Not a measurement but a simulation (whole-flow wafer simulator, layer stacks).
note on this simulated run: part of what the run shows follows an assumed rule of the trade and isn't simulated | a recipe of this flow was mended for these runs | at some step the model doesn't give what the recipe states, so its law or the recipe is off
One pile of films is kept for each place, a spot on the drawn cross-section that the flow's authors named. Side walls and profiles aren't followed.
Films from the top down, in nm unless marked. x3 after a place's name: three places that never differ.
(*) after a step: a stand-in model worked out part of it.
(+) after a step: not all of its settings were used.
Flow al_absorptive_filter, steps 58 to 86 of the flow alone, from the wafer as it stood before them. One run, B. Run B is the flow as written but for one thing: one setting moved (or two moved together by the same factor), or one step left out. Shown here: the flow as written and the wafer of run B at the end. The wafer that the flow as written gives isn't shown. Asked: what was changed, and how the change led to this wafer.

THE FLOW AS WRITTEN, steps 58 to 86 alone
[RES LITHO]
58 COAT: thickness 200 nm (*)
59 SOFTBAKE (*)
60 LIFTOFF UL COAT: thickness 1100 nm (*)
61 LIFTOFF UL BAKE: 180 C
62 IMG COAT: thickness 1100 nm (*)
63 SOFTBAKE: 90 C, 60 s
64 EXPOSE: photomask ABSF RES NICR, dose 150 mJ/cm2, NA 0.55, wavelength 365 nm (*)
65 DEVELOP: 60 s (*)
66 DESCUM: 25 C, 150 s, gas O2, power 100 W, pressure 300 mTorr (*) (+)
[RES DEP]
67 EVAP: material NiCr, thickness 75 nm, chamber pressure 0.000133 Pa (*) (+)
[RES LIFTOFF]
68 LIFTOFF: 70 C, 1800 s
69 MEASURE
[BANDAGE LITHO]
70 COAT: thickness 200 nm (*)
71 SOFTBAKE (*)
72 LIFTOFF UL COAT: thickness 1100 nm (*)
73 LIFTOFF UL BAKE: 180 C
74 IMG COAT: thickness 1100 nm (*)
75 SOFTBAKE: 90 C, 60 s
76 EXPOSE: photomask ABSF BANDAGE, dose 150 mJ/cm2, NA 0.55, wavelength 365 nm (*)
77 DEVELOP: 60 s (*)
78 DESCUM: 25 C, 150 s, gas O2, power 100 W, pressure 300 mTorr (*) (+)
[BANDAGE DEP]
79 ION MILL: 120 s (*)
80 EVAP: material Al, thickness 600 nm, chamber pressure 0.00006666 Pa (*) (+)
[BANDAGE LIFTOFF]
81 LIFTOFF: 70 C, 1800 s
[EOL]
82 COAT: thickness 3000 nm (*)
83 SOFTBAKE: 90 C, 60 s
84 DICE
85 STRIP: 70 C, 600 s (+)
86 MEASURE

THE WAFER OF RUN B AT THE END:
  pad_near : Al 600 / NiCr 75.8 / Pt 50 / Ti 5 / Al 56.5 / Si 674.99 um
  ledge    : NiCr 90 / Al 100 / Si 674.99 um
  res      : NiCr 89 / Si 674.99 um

The cause: step 67, EVAP: thickness 90 nm was run, where the flow has thickness 75 nm.
It can be read off the wafer: ledge has NiCr 90, and step 67 as written asks for 75 nm.

How the change led to this, step by step:
  67 EVAP: material NiCr, thickness 75 nm, chamber pressure 0.000133 Pa (*) (+)
      gnd, pad_far, ledge and 9 more: NiCr +90 (new film) (as written it would be: NiCr +75 (new film))
      pad_near: NiCr +89.1 (new film) (as written it would be: NiCr +74.2 (new film))
      (and at 1 more place)
  68 LIFTOFF: 70 C, 1800 s
      xa_field, xl_land, idc_field: NiCr -90 (all of it), i-line-resist -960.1 (all of it), lift-off-underlayer -1100 (all of it), acrylic-e-beam-resist -200 (all of it) (as written it would be: NiCr -75 (all of it), i-line-resist -960.1 (all of it), lift-off-underlayer -1100 (all of it), acrylic-e-beam-resist -200 (all of it))
      gnd: NiCr -90 (all of it), i-line-resist -959.5 (all of it), lift-off-underlayer -1100.9 (all of it), acrylic-e-beam-resist -200.6 (all of it) (as written it would be: NiCr -75 (all of it), i-line-resist -959.5 (all of it), lift-off-underlayer -1100.9 (all of it), acrylic-e-beam-resist -200.6 (all of it))
      (and at 7 more places)
  83 SOFTBAKE: 90 C, 60 s
      pad_near: i-line-resist -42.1 (as written it would be: i-line-resist -41.1)
      ledge: i-line-resist -23.2 (as written it would be: i-line-resist -22.2)
      (and at 1 more place)
